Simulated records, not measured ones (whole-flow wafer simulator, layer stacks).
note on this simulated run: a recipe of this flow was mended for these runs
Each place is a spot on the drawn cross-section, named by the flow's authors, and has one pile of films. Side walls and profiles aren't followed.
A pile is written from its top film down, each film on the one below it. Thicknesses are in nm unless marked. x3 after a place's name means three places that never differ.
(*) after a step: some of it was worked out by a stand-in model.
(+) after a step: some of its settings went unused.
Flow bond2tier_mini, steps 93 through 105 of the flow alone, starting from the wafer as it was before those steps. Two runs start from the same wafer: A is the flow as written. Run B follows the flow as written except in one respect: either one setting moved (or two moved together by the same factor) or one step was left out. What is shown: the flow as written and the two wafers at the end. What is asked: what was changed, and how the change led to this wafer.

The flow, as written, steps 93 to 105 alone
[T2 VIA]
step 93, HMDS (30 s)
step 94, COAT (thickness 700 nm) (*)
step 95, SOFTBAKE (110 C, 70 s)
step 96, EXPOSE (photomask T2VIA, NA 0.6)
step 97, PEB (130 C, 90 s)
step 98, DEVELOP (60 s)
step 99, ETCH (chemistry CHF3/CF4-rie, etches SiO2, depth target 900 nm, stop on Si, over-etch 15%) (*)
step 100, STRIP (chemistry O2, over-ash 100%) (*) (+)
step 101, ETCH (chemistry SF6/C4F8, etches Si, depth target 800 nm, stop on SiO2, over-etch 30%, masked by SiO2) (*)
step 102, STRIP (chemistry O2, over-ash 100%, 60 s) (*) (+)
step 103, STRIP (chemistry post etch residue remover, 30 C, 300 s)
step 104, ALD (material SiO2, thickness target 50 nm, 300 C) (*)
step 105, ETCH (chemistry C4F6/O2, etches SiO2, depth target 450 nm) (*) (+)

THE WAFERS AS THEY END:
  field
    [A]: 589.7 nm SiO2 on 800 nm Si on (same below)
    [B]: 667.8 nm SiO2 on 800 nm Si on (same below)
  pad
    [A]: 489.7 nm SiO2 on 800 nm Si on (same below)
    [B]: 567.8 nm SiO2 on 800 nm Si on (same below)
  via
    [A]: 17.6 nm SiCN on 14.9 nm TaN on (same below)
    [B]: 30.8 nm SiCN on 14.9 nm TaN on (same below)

The reason: step 101, ETCH: depth target 664.2 nm was run, whereas the flow has depth target 800 nm; step 105, ETCH: depth target 373.6 nm was run, where the flow has depth target 450 nm.

The path from the change to this, step by step:
  step 101, ETCH (chemistry SF6/C4F8, etches Si, depth target 800 nm, stop on SiO2, over-etch 30%, masked by SiO2) (*)
      field, pad: A -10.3 SiO2 | B -8.63 SiO2
      via: A -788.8 Si (all of it), -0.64 chemical SiO2 (all of it), -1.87 SiO2 | B -788.8 Si (all of it), -0.64 chemical SiO2 (all of it), -0.1 SiO2
  step 105, ETCH (chemistry C4F6/O2, etches SiO2, depth target 450 nm) (*) (+)
      field, pad: A -450 SiO2 | B -373.6 SiO2
      via: A -348.1 SiO2 (all of it), -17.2 SiCN | B -349.9 SiO2 (all of it), -4 SiCN
